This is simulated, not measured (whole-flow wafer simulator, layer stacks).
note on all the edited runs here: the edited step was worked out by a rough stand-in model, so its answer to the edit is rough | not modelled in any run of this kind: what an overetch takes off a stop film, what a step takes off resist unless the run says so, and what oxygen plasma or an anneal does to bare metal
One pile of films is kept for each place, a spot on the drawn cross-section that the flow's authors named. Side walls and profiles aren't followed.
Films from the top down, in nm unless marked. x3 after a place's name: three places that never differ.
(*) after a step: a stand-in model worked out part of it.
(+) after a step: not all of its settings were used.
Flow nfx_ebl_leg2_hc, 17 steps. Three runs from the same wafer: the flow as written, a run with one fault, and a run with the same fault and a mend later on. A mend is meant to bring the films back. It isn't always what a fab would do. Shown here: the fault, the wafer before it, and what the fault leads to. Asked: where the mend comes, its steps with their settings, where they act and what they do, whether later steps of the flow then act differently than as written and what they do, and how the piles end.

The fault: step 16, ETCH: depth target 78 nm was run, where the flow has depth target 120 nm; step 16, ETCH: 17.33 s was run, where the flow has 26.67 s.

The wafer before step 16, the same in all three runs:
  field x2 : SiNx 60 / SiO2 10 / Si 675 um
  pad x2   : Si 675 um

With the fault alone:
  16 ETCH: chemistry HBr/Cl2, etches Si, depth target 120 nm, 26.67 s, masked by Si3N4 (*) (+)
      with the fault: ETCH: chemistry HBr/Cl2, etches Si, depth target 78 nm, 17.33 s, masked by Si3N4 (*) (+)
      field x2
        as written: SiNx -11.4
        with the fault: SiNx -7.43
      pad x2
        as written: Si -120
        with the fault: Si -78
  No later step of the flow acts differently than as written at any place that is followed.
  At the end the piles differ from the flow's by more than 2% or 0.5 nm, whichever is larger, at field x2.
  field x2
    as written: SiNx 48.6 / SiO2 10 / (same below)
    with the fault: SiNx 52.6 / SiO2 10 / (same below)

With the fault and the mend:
  The mend comes after step 17.
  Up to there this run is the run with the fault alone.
  17a ETCH: chemistry HBr/Cl2, etches Si, depth target 42 nm, 9.333 s, masked by Si3N4 (*) (+) (the flow's step 16 once more, with other settings)
      field x2
        SiNx -4
      pad x2
        Si -42
  No later step of the flow acts differently than as written at any place that is followed.
  At the end the piles are the same as the flow's at every place that both follow.
